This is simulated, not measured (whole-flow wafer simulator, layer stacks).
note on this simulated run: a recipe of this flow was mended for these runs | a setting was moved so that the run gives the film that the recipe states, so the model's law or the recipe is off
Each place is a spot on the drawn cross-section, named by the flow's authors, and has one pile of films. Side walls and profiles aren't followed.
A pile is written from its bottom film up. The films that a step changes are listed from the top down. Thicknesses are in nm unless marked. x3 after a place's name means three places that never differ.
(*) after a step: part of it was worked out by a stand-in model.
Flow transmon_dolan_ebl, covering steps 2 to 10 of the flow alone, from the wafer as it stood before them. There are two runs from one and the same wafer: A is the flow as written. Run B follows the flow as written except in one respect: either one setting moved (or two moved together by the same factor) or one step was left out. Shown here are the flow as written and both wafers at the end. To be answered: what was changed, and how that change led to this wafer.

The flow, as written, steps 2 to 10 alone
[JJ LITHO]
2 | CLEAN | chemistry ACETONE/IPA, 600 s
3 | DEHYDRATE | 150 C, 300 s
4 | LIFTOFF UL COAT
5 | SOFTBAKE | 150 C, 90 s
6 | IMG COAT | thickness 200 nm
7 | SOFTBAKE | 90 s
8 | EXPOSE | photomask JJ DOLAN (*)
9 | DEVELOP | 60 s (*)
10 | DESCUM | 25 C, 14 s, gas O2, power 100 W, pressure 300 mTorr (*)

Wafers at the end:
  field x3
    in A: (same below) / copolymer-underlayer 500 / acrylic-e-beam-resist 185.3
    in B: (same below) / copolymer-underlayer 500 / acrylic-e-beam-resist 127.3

What caused this: step 6, IMG COAT: thickness 142 nm was run, while the flow as written has thickness 200 nm.

The path from the change to this, step by step:
  6 | IMG COAT | thickness 200 nm
      field x3, jj_line: A +200 acrylic-e-beam-resist (new film) | B +142 acrylic-e-beam-resist (new film)
  9 | DEVELOP | 60 s (*)
      jj_line: A -200 acrylic-e-beam-resist (all of it), -500 copolymer-underlayer (all of it) | B -142 acrylic-e-beam-resist (all of it), -500 copolymer-underlayer (all of it)
